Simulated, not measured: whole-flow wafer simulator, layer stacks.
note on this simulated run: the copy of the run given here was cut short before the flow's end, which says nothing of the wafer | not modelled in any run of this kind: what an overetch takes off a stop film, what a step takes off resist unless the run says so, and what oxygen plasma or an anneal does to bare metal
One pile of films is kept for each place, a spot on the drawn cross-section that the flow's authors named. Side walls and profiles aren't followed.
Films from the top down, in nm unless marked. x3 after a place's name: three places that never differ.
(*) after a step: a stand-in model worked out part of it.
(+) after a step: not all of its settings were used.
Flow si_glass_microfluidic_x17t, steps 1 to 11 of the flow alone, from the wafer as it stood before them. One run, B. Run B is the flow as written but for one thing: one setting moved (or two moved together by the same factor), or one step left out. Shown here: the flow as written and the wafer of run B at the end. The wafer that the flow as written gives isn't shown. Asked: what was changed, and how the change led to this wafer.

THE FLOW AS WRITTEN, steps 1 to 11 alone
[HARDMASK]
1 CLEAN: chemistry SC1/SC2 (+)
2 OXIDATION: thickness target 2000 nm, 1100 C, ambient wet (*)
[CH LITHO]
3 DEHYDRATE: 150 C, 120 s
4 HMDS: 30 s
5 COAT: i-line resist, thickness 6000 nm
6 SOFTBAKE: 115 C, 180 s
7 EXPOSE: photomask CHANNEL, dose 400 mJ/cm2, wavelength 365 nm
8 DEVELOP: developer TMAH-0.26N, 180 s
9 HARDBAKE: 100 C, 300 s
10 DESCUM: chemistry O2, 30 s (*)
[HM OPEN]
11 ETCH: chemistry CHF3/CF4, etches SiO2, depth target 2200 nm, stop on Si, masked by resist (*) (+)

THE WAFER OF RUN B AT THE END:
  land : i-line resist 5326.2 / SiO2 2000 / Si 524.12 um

The cause: step 5, COAT: thickness 7200 nm was run, where the flow has thickness 6000 nm.

How the change led to this, step by step:
  5 COAT: i-line resist, thickness 6000 nm
      land, tr110 x3: i-line resist +7200 (new film) (as written it would be: i-line resist +6000 (new film))
  8 DEVELOP: developer TMAH-0.26N, 180 s
      tr110 x3: i-line resist -7200 (all of it) (as written it would be: i-line resist -6000 (all of it))
  9 HARDBAKE: 100 C, 300 s
      land: i-line resist -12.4 (as written it would be: i-line resist -7.06)
